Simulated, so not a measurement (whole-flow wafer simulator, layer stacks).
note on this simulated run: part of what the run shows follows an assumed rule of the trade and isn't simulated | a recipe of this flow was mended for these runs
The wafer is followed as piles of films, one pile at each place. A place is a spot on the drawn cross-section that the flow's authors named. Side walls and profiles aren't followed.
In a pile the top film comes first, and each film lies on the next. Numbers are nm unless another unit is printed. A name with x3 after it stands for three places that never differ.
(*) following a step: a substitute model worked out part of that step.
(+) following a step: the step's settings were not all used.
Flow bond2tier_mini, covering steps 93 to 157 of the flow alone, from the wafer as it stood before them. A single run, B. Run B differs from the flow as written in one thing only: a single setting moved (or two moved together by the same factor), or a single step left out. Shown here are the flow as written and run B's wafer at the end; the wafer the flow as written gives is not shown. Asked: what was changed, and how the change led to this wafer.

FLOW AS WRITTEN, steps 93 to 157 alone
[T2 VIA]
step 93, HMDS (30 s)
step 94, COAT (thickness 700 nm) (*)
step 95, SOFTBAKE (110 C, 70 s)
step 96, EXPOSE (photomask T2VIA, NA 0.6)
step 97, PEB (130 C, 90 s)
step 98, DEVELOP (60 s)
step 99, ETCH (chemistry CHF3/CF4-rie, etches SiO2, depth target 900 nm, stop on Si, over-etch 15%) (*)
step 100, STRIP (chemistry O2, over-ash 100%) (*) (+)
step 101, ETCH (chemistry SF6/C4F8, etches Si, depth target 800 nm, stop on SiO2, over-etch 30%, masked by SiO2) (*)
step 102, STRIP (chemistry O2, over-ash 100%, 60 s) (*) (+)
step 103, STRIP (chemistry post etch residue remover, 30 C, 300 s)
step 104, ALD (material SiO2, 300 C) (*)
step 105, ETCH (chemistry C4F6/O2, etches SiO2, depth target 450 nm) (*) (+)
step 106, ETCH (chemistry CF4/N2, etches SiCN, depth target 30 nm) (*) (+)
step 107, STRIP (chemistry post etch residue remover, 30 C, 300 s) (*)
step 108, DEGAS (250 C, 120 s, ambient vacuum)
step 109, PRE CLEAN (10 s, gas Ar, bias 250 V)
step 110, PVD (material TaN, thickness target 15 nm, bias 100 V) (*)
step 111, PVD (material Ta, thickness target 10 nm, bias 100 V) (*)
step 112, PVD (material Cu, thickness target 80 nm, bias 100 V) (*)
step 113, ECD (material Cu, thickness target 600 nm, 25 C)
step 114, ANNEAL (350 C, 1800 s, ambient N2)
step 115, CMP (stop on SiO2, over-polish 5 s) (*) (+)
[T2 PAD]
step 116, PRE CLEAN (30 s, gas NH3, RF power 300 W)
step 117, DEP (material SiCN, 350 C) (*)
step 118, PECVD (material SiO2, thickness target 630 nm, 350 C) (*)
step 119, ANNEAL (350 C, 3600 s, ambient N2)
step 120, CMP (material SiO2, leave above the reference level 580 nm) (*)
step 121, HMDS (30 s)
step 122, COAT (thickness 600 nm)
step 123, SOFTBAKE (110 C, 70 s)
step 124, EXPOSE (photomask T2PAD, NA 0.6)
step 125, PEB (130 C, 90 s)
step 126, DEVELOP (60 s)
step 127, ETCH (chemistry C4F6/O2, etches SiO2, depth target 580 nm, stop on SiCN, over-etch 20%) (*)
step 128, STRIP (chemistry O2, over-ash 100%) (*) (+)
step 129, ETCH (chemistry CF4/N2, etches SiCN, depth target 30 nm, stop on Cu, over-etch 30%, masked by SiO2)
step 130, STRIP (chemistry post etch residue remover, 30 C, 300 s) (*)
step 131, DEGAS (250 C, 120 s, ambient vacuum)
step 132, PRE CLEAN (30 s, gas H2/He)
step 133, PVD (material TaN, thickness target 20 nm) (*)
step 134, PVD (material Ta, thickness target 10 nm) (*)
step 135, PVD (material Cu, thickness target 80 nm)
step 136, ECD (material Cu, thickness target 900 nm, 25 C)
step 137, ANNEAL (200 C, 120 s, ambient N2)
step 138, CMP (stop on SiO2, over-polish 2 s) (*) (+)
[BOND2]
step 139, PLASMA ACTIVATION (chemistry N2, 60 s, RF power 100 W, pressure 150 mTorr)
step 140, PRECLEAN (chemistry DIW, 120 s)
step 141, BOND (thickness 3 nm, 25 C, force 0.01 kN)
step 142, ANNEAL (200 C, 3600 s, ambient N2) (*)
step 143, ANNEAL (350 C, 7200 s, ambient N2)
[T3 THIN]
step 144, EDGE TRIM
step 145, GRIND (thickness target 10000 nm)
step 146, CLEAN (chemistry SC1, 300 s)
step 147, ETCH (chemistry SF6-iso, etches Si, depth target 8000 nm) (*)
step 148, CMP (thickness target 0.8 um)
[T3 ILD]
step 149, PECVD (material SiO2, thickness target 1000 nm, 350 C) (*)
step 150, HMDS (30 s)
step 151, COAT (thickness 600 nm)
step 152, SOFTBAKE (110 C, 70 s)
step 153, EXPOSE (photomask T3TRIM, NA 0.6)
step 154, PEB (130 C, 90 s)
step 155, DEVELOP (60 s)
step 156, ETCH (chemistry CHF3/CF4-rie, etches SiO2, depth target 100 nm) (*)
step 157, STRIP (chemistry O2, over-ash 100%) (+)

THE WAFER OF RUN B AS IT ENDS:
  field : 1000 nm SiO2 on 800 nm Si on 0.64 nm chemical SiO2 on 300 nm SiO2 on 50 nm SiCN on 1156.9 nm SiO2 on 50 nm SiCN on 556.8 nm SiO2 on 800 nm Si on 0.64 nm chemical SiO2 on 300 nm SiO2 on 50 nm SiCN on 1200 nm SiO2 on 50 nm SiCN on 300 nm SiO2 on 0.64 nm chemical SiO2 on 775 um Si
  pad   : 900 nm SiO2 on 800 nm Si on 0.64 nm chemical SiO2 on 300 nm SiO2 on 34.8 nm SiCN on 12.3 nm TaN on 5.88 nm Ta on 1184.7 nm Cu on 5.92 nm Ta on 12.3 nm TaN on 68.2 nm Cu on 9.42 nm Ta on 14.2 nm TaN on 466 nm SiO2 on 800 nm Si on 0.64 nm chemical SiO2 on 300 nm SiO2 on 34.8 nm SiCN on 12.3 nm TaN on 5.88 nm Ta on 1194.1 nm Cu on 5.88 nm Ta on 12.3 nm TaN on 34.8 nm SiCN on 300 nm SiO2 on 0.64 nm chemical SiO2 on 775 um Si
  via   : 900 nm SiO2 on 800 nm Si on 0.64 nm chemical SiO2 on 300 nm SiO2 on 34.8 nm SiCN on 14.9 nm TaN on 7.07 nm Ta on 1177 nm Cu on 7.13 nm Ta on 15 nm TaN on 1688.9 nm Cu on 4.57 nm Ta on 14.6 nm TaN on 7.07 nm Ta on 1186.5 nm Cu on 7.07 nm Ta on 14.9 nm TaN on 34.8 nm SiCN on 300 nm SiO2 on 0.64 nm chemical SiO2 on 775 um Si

The reason: step 109, PRE CLEAN: bias 338 V was run, whereas the flow has bias 250 V.

How this came from the change, step by step:
  step 109, PRE CLEAN (10 s, gas Ar, bias 250 V)
      field, pad: SiO2 loses 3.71 (it would be, as written: SiO2 loses 3)
      via: TaN loses 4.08 (it would be, as written: TaN loses 3.19)
